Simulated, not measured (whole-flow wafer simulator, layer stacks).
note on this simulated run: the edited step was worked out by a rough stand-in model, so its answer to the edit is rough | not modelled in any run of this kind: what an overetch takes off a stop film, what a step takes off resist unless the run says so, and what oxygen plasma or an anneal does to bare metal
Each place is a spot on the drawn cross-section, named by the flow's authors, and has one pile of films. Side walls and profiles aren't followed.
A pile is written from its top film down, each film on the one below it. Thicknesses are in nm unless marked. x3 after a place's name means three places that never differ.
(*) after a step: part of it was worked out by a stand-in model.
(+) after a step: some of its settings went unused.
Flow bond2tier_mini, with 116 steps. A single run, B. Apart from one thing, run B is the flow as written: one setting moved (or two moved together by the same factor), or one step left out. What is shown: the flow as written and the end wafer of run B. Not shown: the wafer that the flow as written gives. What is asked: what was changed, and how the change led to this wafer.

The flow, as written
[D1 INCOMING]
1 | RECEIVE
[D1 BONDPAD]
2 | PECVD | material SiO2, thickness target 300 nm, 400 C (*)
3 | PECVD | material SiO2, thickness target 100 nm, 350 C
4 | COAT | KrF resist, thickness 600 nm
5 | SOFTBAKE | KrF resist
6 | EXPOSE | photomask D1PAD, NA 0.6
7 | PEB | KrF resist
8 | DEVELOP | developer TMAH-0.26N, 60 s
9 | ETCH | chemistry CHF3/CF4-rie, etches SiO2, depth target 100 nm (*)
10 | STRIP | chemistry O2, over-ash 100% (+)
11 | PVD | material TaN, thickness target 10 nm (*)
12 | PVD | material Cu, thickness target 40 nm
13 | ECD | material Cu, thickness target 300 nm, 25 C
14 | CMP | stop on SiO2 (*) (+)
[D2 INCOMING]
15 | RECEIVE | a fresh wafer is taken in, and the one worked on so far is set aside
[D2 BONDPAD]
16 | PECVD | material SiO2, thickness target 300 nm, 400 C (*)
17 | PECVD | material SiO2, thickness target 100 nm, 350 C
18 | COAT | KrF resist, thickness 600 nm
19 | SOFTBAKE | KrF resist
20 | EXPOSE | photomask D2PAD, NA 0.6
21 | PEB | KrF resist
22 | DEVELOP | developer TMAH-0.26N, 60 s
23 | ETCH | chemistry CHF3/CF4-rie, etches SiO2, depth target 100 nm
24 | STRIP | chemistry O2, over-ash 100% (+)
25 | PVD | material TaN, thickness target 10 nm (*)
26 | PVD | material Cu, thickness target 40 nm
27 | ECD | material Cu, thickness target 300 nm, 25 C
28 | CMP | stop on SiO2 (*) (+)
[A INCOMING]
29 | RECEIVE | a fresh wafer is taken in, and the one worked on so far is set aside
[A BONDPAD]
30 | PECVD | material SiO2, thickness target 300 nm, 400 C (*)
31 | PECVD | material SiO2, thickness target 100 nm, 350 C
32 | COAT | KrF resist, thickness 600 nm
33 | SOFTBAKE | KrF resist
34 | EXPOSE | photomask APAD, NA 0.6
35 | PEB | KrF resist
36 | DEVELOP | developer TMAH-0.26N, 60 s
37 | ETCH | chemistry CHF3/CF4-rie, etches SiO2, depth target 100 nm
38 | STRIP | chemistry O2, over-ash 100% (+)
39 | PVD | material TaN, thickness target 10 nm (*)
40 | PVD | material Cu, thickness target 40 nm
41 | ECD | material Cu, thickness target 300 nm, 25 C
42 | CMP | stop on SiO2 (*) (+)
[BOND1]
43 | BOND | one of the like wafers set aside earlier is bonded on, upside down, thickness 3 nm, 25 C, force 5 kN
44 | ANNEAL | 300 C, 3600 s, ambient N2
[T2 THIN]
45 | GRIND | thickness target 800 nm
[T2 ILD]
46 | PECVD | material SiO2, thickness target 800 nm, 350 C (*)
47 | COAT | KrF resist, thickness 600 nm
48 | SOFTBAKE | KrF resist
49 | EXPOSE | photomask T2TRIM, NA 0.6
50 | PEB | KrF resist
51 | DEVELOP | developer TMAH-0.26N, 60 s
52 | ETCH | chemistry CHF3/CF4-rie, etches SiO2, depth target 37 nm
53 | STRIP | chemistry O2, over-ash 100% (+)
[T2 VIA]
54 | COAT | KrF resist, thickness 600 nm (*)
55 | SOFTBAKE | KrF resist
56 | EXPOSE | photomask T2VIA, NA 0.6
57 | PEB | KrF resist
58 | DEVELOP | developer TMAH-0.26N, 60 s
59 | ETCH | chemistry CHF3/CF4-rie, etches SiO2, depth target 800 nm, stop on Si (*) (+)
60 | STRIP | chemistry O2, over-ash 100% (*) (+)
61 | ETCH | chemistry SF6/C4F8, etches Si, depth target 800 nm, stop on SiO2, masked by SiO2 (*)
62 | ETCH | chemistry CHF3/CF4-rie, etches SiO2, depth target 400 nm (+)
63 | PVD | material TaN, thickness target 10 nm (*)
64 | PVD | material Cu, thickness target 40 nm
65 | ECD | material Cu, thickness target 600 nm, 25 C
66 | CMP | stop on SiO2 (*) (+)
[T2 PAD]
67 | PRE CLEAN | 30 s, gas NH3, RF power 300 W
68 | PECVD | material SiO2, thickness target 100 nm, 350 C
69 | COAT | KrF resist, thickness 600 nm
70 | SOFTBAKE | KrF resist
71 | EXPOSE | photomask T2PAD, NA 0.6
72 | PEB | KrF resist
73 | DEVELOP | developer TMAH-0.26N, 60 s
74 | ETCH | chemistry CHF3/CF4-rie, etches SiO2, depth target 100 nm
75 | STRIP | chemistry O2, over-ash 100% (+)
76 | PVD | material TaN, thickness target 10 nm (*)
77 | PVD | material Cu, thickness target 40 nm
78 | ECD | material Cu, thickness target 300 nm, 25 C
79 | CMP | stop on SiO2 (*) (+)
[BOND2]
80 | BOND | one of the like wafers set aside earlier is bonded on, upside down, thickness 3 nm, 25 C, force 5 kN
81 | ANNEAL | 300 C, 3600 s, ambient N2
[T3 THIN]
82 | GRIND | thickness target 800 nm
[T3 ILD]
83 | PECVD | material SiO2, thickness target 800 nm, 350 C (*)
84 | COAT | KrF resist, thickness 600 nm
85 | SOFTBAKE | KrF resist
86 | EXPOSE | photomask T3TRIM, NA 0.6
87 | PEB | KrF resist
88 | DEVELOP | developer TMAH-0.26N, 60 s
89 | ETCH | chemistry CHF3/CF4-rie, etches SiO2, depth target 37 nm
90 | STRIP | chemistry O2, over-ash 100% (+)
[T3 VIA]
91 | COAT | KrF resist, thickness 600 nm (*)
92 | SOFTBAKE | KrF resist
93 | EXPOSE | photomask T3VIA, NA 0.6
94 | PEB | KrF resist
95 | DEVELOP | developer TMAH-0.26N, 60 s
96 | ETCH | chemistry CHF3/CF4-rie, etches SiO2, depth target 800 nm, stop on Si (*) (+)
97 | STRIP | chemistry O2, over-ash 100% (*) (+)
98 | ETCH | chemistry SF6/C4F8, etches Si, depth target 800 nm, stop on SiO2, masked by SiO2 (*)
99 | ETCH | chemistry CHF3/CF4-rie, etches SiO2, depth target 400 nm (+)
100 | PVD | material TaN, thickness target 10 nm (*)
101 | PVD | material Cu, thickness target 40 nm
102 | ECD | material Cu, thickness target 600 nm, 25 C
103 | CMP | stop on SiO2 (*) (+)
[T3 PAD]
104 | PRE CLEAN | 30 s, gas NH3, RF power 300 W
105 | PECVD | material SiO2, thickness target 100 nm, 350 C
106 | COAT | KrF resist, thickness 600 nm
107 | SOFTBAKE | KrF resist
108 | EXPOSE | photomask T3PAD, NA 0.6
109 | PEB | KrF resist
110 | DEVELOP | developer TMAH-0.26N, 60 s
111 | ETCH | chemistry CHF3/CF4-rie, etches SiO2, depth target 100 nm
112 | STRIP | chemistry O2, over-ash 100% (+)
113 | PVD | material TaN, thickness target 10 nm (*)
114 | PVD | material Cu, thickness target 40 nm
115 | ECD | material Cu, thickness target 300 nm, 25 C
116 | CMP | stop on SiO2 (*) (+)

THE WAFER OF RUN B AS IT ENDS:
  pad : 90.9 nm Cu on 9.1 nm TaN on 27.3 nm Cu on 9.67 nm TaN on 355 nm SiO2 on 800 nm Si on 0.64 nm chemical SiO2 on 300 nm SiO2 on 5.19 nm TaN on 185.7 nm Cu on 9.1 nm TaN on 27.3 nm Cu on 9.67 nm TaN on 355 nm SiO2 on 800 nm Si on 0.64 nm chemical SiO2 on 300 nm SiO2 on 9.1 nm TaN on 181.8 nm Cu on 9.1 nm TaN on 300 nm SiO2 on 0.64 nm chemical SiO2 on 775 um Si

What caused this: step 25, PVD: thickness target 5.7 nm was run, whereas the flow has thickness target 10 nm.

The path from the change to this, step by step:
  25 | PVD | material TaN, thickness target 10 nm (*)
      field: +5.7 TaN (new film) (as written it would have been: +10 TaN (new film))
      pad: +5.19 TaN (new film) (as written it would have been: +9.1 TaN (new film))
      (as well as at 1 more place)
  28 | CMP | stop on SiO2 (*) (+)
      field: -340 Cu (all of it), -5.7 TaN (all of it) (as written it would have been: -340 Cu (all of it), -10 TaN (all of it))
  80 | BOND | one of the like wafers set aside earlier is bonded on, upside down, thickness 3 nm, 25 C, force 5 kN
      pad: +775 um Si (new film), +0.64 chemical SiO2 (new film), +300 SiO2 (new film), +5.19 TaN (new film), +94.8 Cu (as written it would have been: +775 um Si (new film), +0.64 chemical SiO2 (new film), +300 SiO2 (new film), +9.1 TaN (new film), +90.9 Cu)
